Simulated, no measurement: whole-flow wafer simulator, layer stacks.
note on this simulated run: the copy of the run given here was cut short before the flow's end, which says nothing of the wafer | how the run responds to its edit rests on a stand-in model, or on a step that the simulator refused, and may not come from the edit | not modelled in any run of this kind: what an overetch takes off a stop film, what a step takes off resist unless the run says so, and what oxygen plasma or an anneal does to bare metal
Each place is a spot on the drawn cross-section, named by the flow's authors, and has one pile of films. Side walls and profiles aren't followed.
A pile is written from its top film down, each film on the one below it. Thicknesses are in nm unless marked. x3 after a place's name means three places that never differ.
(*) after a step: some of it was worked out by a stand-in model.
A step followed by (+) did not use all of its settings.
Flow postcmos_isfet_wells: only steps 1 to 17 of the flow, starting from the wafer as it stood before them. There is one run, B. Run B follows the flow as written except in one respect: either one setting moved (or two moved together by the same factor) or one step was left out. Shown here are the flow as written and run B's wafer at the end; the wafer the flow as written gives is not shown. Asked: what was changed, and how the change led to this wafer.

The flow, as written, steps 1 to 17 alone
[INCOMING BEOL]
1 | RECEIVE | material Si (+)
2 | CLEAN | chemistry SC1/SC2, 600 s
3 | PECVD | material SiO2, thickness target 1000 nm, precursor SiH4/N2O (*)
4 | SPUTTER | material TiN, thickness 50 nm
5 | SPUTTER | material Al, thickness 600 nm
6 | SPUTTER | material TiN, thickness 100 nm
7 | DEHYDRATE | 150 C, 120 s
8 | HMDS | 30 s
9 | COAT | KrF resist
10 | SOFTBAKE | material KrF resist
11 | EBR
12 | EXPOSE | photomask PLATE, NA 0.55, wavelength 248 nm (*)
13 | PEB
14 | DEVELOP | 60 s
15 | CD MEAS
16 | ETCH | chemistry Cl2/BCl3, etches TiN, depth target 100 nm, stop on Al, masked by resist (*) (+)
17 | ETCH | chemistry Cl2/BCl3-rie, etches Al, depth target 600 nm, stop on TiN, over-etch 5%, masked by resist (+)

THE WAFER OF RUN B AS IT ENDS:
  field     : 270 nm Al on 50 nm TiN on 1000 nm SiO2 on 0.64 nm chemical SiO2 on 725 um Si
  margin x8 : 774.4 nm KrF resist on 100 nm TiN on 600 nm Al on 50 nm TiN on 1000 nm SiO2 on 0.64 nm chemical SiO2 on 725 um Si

What caused this: step 17, ETCH: depth target 330 nm was run, while the flow as written has depth target 600 nm.

How this came from the change, step by step:
  17 | ETCH | chemistry Cl2/BCl3-rie, etches Al, depth target 600 nm, stop on TiN, over-etch 5%, masked by resist (+)
      field: -330 Al (as written it would have been: -600 Al (all of it))
      margin x8: -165 KrF resist (as written it would have been: -300 KrF resist)
